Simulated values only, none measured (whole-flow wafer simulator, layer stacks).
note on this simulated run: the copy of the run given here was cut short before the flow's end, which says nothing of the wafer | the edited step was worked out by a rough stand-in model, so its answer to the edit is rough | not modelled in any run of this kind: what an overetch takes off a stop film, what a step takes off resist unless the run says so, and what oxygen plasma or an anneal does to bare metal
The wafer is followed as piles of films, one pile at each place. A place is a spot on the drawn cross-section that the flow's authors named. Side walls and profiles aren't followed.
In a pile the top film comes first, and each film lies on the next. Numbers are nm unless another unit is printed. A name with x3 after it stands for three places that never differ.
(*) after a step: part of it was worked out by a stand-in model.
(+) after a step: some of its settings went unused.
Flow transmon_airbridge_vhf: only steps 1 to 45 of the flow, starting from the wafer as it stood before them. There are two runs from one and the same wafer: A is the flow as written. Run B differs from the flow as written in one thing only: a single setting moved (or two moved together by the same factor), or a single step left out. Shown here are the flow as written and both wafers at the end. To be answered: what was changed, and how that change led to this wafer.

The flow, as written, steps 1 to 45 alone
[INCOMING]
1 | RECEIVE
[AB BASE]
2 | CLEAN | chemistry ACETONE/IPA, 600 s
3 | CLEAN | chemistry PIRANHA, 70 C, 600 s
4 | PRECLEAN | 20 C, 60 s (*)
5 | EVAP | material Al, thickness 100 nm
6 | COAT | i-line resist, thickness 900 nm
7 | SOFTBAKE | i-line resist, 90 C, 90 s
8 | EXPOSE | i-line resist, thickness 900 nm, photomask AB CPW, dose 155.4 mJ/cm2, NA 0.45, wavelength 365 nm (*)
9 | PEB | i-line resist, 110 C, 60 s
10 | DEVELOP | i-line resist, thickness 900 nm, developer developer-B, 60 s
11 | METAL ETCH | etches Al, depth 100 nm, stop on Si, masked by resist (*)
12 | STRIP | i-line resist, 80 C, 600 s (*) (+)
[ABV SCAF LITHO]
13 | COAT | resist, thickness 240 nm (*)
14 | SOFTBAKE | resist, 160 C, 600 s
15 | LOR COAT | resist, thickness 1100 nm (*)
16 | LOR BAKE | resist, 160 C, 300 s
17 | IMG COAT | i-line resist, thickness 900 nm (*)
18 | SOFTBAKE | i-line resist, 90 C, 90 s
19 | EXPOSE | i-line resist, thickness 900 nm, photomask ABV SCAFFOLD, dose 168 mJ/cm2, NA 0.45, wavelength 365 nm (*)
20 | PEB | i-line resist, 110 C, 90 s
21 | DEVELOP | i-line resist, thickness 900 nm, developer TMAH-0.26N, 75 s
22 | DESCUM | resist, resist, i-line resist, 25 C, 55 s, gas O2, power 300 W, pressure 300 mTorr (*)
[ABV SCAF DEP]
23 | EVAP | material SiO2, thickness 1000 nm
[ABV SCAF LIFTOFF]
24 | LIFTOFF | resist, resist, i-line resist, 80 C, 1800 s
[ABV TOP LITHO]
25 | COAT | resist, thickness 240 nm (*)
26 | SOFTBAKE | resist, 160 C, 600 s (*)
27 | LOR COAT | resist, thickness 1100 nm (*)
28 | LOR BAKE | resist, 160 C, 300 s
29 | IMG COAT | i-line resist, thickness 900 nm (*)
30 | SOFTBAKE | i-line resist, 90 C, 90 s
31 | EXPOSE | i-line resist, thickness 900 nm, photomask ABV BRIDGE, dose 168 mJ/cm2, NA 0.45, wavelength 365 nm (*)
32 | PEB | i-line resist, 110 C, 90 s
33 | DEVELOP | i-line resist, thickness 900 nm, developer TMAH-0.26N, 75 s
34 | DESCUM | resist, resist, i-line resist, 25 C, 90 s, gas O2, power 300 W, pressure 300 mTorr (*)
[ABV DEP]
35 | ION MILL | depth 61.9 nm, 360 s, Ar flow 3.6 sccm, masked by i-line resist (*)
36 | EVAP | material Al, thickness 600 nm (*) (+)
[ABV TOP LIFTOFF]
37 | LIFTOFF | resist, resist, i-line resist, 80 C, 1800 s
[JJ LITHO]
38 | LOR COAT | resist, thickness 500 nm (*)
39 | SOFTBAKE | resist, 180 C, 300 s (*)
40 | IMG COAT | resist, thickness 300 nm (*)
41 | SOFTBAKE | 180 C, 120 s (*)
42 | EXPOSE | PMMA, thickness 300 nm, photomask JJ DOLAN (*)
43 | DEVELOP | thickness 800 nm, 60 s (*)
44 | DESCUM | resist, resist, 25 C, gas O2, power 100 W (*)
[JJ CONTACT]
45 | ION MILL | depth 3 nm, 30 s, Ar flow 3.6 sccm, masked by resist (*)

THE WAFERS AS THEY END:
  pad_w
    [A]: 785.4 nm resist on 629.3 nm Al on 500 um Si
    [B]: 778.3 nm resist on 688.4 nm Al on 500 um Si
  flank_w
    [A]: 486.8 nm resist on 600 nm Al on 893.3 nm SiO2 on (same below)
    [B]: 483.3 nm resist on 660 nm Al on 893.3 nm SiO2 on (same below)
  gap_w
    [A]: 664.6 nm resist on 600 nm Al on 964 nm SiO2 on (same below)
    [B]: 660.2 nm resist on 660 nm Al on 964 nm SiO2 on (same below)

Cause: step 36, EVAP: thickness 660 nm was run, though the flow has thickness 600 nm.
One can read it off the wafer: flank_w has Al 660, and step 36 as written asks for 600 nm.

How this came from the change, step by step:
  36 | EVAP | material Al, thickness 600 nm (*) (+)
      field x3, jj_line, ground_far and 10 more: A Al gains 600 (new film) | B Al gains 660 (new film)
      pad_w, pad_e: A Al gains 591.2 | B Al gains 650.4
  37 | LIFTOFF | resist, resist, i-line resist, 80 C, 1800 s
      field x3, jj_line, trace_open_s x2: A Al loses 600 (all of it), i-line resist loses 600 (all of it), resist loses 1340 (all of it) | B Al loses 660 (all of it), i-line resist loses 600 (all of it), resist loses 1340 (all of it)
      margin_s, margin_n: A Al loses 600 (all of it), i-line resist loses 318.3 (all of it), resist loses 992 (all of it) | B Al loses 660 (all of it), i-line resist loses 318.3 (all of it), resist loses 992 (all of it)
      (also at 1 further place)
